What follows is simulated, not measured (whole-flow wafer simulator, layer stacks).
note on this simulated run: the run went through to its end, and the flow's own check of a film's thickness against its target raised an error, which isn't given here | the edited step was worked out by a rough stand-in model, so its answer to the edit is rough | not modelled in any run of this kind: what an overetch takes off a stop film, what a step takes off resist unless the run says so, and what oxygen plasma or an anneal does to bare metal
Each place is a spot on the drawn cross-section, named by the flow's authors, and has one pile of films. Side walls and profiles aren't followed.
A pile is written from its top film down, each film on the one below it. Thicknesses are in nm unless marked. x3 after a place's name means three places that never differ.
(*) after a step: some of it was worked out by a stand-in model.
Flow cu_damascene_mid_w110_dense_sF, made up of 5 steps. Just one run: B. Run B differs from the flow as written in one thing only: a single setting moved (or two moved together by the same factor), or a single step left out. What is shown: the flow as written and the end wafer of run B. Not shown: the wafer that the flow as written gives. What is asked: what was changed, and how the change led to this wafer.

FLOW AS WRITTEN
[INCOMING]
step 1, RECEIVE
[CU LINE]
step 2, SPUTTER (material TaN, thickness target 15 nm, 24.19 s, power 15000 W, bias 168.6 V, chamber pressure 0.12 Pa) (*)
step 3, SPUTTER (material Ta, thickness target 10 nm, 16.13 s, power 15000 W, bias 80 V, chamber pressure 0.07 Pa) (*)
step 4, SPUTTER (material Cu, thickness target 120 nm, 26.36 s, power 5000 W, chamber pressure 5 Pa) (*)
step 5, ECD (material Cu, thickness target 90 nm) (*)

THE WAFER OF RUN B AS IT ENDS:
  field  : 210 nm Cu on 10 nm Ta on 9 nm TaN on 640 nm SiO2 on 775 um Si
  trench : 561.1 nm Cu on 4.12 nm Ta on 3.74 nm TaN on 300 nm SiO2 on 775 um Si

The reason: step 2, SPUTTER: thickness target 9 nm was run, whereas the flow has thickness target 15 nm; step 2, SPUTTER: 14.51 s was run, where the flow has 24.19 s.
The wafer itself shows it: field has TaN 9, and step 2 as written asks for 15 nm.

Step by step, how the change led to this:
  step 2, SPUTTER (material TaN, thickness target 15 nm, 24.19 s, power 15000 W, bias 168.6 V, chamber pressure 0.12 Pa) (*)
      field: TaN gains 9 (new film) (in the flow as written it would be: TaN gains 15 (new film))
      trench: TaN gains 3.74 (new film) (in the flow as written it would be: TaN gains 6.23 (new film))
